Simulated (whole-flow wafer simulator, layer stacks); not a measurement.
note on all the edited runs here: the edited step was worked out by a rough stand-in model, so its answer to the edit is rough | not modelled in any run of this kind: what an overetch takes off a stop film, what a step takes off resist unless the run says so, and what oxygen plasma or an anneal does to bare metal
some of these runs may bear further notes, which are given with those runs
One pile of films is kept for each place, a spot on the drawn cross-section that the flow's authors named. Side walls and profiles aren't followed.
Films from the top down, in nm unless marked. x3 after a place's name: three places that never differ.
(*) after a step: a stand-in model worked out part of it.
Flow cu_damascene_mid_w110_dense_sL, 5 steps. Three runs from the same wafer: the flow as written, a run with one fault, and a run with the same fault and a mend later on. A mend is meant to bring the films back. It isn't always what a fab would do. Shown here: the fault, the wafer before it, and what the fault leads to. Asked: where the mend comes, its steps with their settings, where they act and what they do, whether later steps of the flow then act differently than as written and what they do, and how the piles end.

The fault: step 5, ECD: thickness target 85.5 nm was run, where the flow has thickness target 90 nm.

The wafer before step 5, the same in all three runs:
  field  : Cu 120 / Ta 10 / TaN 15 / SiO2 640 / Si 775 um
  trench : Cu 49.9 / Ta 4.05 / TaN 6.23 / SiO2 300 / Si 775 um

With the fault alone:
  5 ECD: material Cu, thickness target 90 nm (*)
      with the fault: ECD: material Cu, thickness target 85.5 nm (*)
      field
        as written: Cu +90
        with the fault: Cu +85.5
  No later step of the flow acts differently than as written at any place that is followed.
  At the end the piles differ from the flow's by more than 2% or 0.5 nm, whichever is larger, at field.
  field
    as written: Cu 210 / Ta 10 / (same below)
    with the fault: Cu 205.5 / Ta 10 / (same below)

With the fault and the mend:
  The mend comes after step 5.
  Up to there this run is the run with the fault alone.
  5a ECD: material Cu, thickness target 4.5 nm (the flow's step 5 once more, with other settings)
      field, trench
        Cu +4.5
  No later step of the flow acts differently than as written at any place that is followed.
  At the end the piles are the same as the flow's at every place that both follow.
